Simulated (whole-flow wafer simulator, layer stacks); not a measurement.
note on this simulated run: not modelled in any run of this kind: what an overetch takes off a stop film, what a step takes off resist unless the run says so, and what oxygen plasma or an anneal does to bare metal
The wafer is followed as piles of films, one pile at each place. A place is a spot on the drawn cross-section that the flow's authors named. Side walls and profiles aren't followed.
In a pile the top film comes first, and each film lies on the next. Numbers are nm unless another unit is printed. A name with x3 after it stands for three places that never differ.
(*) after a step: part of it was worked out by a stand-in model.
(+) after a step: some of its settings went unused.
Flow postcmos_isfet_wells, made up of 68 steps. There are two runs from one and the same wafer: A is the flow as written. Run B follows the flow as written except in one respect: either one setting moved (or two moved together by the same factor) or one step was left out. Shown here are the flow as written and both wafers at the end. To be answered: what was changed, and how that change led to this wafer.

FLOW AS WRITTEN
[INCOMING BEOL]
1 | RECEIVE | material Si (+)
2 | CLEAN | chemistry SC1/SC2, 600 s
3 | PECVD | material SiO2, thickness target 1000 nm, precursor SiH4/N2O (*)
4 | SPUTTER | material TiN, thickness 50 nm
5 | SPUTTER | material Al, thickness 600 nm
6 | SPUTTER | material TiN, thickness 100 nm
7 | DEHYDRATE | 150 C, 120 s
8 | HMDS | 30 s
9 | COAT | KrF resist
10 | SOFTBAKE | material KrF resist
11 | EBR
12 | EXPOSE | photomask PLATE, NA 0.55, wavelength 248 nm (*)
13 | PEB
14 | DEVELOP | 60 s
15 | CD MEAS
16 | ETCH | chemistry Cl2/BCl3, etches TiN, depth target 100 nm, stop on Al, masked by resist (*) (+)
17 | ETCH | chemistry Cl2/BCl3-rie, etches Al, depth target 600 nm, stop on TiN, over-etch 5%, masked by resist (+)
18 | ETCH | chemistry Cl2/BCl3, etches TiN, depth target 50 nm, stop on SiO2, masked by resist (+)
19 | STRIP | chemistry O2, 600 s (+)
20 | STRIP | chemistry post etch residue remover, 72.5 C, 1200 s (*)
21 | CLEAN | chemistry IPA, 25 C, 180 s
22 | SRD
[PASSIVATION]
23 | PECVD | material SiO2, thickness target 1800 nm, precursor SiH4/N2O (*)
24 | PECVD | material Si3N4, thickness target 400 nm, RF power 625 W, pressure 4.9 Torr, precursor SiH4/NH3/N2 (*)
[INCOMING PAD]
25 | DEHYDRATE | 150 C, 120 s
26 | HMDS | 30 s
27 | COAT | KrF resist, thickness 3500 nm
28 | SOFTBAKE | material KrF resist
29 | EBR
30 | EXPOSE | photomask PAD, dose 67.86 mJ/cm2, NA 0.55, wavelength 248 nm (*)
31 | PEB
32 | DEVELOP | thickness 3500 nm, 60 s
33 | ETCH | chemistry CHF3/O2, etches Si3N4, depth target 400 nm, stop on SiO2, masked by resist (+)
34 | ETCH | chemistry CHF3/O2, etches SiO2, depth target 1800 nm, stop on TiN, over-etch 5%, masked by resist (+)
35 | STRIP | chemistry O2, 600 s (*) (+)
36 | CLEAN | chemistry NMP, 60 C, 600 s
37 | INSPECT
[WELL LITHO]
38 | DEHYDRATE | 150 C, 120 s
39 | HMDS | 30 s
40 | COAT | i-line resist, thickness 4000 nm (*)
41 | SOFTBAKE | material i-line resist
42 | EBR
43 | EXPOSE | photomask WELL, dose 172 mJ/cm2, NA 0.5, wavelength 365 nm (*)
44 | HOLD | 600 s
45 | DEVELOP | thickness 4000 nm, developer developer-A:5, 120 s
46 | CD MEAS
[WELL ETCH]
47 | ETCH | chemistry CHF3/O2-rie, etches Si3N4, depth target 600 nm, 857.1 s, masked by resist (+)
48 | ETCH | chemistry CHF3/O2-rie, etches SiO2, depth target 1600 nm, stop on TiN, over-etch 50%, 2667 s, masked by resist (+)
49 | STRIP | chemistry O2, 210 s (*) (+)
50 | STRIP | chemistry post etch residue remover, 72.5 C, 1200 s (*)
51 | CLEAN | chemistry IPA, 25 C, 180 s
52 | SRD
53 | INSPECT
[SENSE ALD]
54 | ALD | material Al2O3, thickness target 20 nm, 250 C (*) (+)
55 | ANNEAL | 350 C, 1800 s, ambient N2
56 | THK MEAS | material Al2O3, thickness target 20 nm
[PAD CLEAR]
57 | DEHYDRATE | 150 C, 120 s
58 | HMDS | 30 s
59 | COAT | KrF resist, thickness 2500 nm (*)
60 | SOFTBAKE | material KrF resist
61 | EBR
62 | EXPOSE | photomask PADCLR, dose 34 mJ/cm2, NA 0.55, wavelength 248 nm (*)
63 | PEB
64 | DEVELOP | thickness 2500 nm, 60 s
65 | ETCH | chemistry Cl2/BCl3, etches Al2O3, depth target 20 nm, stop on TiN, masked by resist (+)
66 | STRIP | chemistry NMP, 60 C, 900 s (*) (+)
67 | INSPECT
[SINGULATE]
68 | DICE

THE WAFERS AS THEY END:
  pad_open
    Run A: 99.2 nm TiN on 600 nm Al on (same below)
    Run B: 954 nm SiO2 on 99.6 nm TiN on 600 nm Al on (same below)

Cause: step 34, ETCH: depth target 846 nm was run, whereas the flow has depth target 1800 nm.

How this came from the change, step by step:
  34 | ETCH | chemistry CHF3/O2, etches SiO2, depth target 1800 nm, stop on TiN, over-etch 5%, masked by resist (+)
      pad_open: A -1800 SiO2 (all of it) | B -846 SiO2
      field, margin, well900, well1300 x3, pad_rim, pad_clr: A -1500 KrF resist | B -705 KrF resist
  35 | STRIP | chemistry O2, 600 s (*) (+)
      field, margin, well900, well1300 x3, pad_rim, pad_clr: A -1613.3 KrF resist (all of it) | B -2408.3 KrF resist (all of it)
  40 | COAT | i-line resist, thickness 4000 nm (*)
      pad_clr: A +3256.8 i-line resist (new film) | B +3563.3 i-line resist (new film)
      pad_open: A +4804.7 i-line resist (new film) | B +4460 i-line resist (new film)
  41 | SOFTBAKE | material i-line resist
      pad_clr: A -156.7 i-line resist | B -70.3 i-line resist
      pad_open: A +115.3 i-line resist | B +69.3 i-line resist
  49 | STRIP | chemistry O2, 210 s (*) (+)
      pad_clr: A -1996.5 i-line resist (all of it) | B -2389.4 i-line resist (all of it)
      pad_open: A -3816.3 i-line resist (all of it) | B -3425.7 i-line resist (all of it)
  59 | COAT | KrF resist, thickness 2500 nm (*)
      pad_rim: A +1976.4 KrF resist (new film) | B +2198.5 KrF resist (new film)
      pad_clr: A +1691.6 KrF resist (new film) | B +2023.3 KrF resist (new film)
      (and at 1 other place as well)
  60 | SOFTBAKE | material KrF resist
      pad_clr: A -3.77 KrF resist | B -2.31 KrF resist
  63 | PEB
      pad_rim: A -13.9 KrF resist | B -15.5 KrF resist
      pad_clr: A -11.8 KrF resist | B -14.2 KrF resist
      (and at 1 other place as well)
  64 | DEVELOP | thickness 2500 nm, 60 s
      pad_clr: A -1676 KrF resist (all of it) | B -2006.8 KrF resist (all of it)
      pad_open: A -3045.1 KrF resist (all of it) | B -2802.7 KrF resist (all of it)
  66 | STRIP | chemistry NMP, 60 C, 900 s (*) (+)
      pad_rim: A -1923.7 KrF resist (all of it) | B -2143.8 KrF resist (all of it)
